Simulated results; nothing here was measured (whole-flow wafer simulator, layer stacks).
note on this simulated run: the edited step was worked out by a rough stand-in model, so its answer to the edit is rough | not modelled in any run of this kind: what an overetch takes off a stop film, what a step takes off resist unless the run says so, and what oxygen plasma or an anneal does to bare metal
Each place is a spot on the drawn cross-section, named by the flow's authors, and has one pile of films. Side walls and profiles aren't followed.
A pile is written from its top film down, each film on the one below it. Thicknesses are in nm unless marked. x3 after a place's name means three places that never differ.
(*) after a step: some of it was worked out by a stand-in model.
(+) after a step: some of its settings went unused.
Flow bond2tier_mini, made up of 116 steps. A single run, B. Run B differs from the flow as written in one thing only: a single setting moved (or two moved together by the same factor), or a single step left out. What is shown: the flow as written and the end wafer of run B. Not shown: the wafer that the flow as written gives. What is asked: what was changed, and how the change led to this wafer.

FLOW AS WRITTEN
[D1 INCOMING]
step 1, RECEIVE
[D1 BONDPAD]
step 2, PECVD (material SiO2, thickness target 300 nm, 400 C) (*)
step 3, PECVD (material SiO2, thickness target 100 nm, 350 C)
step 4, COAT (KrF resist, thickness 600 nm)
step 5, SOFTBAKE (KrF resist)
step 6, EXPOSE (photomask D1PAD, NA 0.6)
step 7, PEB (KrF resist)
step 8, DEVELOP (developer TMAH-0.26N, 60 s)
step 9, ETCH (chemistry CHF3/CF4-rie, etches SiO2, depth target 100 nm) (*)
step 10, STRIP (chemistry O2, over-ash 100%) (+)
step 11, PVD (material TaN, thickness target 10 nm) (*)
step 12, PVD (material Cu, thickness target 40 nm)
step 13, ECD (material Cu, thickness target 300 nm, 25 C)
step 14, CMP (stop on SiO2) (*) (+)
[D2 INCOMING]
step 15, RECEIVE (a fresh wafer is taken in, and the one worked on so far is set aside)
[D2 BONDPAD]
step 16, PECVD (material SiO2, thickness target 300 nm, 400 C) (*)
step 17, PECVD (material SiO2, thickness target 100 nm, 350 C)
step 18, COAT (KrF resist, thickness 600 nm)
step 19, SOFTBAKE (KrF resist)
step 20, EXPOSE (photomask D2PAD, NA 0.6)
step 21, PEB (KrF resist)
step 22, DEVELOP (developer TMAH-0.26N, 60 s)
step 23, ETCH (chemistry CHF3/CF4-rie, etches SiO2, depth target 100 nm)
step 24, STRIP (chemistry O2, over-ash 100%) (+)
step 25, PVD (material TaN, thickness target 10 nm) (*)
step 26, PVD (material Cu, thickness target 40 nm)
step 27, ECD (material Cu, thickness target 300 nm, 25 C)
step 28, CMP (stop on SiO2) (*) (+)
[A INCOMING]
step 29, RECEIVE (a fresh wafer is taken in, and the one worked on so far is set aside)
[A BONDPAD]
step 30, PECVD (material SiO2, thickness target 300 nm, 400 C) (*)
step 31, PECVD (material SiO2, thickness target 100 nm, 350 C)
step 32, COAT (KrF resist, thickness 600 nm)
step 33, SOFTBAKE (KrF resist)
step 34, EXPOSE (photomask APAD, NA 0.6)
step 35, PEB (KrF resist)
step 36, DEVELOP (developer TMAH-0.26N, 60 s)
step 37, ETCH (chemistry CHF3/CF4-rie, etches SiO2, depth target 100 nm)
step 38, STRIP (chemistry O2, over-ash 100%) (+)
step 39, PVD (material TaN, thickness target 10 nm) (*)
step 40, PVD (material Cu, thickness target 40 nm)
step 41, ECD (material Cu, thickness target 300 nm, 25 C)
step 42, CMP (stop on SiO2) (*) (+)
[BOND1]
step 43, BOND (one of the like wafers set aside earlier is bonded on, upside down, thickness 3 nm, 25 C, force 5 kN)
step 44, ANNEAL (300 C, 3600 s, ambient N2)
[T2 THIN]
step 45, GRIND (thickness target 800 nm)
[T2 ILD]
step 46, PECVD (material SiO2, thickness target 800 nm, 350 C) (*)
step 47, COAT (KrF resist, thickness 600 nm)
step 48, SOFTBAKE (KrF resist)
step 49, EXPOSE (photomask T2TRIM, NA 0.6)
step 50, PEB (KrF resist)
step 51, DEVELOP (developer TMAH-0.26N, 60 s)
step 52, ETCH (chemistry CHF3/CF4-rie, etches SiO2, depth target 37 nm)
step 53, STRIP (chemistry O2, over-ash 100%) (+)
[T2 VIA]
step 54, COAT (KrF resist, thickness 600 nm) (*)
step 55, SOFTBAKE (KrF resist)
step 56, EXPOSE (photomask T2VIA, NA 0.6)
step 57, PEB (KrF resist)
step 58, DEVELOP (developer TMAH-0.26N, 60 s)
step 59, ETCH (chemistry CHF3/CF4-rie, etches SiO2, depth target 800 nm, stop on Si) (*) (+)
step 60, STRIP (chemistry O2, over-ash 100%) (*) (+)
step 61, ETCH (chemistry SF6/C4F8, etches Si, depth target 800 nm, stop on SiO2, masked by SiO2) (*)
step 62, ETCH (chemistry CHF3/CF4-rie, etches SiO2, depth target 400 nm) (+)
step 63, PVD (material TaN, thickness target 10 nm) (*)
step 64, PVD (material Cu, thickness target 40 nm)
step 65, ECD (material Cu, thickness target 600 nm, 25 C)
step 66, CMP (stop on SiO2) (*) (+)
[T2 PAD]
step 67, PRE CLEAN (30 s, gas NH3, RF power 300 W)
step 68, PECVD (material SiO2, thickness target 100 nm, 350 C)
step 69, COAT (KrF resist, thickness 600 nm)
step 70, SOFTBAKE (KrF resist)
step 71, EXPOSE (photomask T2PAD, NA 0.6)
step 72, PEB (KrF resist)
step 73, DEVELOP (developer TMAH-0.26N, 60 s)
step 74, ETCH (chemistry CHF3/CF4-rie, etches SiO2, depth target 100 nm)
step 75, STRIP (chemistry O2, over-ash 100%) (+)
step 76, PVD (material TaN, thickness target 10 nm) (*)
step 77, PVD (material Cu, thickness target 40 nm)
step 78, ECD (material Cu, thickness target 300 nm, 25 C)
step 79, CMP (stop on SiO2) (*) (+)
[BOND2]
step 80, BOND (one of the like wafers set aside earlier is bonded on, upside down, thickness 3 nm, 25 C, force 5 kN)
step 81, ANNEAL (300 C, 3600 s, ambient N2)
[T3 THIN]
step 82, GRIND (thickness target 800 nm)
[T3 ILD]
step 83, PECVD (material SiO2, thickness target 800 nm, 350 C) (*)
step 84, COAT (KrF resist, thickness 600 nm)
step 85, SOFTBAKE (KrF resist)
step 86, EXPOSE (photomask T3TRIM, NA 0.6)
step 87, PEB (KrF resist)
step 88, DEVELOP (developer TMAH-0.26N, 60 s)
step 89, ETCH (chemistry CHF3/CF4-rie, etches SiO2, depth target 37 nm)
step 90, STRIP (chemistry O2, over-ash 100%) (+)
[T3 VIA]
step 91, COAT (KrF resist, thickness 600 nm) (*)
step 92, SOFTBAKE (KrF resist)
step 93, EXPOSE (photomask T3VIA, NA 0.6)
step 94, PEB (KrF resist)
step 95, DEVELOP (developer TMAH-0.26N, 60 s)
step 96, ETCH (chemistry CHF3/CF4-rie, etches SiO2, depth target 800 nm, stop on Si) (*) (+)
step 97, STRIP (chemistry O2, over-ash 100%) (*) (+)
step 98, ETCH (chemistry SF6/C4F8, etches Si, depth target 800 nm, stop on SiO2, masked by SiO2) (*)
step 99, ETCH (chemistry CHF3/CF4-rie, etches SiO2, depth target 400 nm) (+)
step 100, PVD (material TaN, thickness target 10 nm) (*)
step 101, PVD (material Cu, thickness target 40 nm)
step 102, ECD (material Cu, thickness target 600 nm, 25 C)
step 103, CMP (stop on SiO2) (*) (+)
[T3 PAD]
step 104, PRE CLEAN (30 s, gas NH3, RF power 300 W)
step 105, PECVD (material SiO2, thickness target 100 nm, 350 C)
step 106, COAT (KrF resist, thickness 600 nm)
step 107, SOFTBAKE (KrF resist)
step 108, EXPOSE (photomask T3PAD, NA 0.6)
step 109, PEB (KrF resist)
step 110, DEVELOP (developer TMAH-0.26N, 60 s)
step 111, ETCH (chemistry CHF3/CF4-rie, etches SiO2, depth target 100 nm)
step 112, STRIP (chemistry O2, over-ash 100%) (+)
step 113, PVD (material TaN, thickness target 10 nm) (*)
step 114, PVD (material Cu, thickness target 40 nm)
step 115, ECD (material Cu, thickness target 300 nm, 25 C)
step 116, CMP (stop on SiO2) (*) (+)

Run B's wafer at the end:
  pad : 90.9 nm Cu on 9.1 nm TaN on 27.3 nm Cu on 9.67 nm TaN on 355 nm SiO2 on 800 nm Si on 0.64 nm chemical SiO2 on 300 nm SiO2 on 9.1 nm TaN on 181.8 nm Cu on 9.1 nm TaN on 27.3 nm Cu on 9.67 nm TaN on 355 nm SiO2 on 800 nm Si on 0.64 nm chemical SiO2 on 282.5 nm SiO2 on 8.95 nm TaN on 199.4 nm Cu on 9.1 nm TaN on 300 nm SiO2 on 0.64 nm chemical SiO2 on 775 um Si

Cause: step 9, ETCH: depth target 117.5 nm was run, whereas the flow has depth target 100 nm.

How this came from the change, step by step:
  step 9, ETCH (chemistry CHF3/CF4-rie, etches SiO2, depth target 100 nm) (*)
      pad, via: -117.5 SiO2 (in the flow as written it would be: -100 SiO2)
      field: -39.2 KrF resist (in the flow as written it would be: -33.3 KrF resist)
  step 13, ECD (material Cu, thickness target 300 nm, 25 C)
      pad: +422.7 Cu (in the flow as written it would be: +404.5 Cu)
      via: +417.8 Cu (in the flow as written it would be: +400.2 Cu)
  step 43, BOND (one of the like wafers set aside earlier is bonded on, upside down, thickness 3 nm, 25 C, force 5 kN)
      pad: +775 um Si (new film), +0.64 chemical SiO2 (new film), +282.5 SiO2 (new film), +8.95 TaN (new film), +108.5 Cu (in the flow as written it would be: +775 um Si (new film), +0.64 chemical SiO2 (new film), +300 SiO2 (new film), +9.1 TaN (new film), +90.9 Cu)
      via: +775 um Si (new film), +0.64 chemical SiO2 (new film), +282.5 SiO2 (new film), +9.96 TaN (new film), +107.5 Cu (in the flow as written it would be: +775 um Si (new film), +0.64 chemical SiO2 (new film), +300 SiO2 (new film), +9.97 TaN (new film), +90 Cu)
